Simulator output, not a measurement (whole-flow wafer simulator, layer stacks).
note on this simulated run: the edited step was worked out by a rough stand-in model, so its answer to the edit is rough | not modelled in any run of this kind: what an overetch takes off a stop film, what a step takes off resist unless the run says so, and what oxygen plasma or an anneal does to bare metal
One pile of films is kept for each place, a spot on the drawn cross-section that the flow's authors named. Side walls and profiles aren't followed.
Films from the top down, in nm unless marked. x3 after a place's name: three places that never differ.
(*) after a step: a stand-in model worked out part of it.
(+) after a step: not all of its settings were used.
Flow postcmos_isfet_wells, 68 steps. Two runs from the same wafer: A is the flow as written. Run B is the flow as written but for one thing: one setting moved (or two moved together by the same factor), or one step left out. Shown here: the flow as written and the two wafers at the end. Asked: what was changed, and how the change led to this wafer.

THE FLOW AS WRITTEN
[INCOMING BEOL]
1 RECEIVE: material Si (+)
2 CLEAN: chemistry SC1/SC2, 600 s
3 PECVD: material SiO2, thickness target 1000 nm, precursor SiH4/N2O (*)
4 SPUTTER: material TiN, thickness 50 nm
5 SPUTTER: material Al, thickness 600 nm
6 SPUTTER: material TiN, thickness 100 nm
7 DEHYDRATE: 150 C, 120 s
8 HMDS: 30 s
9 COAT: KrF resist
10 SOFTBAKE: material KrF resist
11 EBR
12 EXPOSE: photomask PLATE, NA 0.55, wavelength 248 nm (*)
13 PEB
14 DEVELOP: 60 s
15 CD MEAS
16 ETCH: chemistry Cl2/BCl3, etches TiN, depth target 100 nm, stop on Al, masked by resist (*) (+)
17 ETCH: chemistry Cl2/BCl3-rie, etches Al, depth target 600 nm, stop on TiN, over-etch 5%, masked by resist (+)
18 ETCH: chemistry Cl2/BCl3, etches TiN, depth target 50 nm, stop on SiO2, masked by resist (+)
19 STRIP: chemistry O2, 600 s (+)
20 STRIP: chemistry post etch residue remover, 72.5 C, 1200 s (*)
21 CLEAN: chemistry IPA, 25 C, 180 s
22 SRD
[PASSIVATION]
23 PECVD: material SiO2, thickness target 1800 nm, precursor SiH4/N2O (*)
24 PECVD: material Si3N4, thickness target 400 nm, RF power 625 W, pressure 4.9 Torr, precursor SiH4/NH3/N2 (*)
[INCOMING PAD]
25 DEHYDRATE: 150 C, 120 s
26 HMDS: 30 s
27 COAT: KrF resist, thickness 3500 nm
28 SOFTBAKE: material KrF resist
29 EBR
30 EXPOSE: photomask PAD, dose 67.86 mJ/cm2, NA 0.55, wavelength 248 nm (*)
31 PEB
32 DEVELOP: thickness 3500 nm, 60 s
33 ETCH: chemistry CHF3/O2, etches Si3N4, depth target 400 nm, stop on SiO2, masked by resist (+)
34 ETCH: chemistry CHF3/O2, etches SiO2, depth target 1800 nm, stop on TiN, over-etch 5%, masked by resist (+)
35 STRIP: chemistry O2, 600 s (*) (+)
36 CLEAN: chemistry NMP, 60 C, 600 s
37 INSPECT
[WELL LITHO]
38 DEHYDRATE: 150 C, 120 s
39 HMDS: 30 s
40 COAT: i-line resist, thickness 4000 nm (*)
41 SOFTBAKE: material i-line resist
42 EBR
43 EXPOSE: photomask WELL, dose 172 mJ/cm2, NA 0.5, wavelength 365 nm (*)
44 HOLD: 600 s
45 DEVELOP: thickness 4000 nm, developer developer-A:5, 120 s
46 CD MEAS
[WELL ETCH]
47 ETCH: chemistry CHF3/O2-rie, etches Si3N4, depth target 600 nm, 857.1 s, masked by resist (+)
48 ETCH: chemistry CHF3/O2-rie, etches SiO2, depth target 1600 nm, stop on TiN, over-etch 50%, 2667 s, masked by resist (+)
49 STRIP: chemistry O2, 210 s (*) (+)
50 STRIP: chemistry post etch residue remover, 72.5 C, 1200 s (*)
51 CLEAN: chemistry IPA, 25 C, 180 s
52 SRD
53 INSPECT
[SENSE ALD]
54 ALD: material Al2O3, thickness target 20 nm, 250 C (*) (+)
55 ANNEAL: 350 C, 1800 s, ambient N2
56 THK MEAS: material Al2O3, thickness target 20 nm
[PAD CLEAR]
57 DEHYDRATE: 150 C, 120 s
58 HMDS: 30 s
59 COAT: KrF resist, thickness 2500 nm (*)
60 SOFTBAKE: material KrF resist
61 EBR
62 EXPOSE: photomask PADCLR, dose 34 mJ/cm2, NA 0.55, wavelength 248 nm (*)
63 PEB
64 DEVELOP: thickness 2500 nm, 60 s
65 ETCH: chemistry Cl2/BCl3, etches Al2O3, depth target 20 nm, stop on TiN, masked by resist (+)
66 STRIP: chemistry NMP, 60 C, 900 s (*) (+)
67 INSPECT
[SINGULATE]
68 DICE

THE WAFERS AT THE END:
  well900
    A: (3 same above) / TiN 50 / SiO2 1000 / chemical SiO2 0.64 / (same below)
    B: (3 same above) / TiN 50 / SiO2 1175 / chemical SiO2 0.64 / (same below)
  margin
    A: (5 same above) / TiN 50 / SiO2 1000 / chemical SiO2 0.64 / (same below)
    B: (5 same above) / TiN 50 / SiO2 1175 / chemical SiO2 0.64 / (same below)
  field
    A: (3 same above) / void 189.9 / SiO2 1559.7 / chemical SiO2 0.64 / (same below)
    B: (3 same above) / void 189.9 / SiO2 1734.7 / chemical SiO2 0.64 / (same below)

The cause: step 3, PECVD: thickness target 1175 nm was run, where the flow has thickness target 1000 nm.
It can be read off the wafer: well900 has SiO2 1175, and step 3 as written asks for 1000 nm.

How the change led to this, step by step:
  3 PECVD: material SiO2, thickness target 1000 nm, precursor SiH4/N2O (*)
      field, margin, well900, well1300 x3, pad_rim, pad_clr, pad_open: A SiO2 +1000 (new film) | B SiO2 +1175 (new film)
